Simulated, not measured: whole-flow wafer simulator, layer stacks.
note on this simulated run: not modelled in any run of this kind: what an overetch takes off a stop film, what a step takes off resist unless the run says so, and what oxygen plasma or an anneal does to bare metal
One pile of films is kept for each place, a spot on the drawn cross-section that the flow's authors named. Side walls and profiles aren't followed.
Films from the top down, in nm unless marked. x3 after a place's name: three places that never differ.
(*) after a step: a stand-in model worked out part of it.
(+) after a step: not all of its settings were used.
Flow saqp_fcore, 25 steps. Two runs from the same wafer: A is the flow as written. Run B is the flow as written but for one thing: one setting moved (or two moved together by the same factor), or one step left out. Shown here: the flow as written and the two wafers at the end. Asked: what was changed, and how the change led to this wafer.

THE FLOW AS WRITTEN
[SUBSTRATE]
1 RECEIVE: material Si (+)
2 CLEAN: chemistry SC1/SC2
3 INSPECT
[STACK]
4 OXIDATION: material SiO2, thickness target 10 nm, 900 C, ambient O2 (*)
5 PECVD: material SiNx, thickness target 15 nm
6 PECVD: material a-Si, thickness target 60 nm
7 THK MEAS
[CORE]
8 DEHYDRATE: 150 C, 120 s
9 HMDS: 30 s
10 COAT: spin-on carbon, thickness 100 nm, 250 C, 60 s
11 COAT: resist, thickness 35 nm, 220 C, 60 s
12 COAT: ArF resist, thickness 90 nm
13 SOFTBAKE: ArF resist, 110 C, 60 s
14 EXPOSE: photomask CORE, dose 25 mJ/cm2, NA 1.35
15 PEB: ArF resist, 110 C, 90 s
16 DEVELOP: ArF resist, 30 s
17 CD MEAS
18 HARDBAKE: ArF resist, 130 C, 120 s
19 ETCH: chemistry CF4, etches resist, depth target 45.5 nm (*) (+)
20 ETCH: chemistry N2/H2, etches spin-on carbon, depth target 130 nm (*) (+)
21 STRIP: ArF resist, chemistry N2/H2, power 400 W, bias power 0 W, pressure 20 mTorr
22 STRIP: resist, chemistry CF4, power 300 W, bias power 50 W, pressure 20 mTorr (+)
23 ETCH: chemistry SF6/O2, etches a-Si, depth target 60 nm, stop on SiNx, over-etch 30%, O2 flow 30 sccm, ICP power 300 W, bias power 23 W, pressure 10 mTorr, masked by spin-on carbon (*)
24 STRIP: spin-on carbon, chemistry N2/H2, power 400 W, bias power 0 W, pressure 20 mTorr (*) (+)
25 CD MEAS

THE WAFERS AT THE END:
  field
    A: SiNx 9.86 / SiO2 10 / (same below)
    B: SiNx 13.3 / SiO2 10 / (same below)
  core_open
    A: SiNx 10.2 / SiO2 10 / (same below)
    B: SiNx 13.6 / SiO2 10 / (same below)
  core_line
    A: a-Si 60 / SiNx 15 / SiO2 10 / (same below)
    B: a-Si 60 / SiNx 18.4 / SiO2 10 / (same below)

The cause: step 5, PECVD: thickness target 18.4 nm was run, where the flow has thickness target 15 nm.
It can be read off the wafer: core_line has SiNx 18.4, and step 5 as written asks for 15 nm.

How the change led to this, step by step:
  5 PECVD: material SiNx, thickness target 15 nm
      field, core_open, core_line: A SiNx +15 (new film) | B SiNx +18.4 (new film)
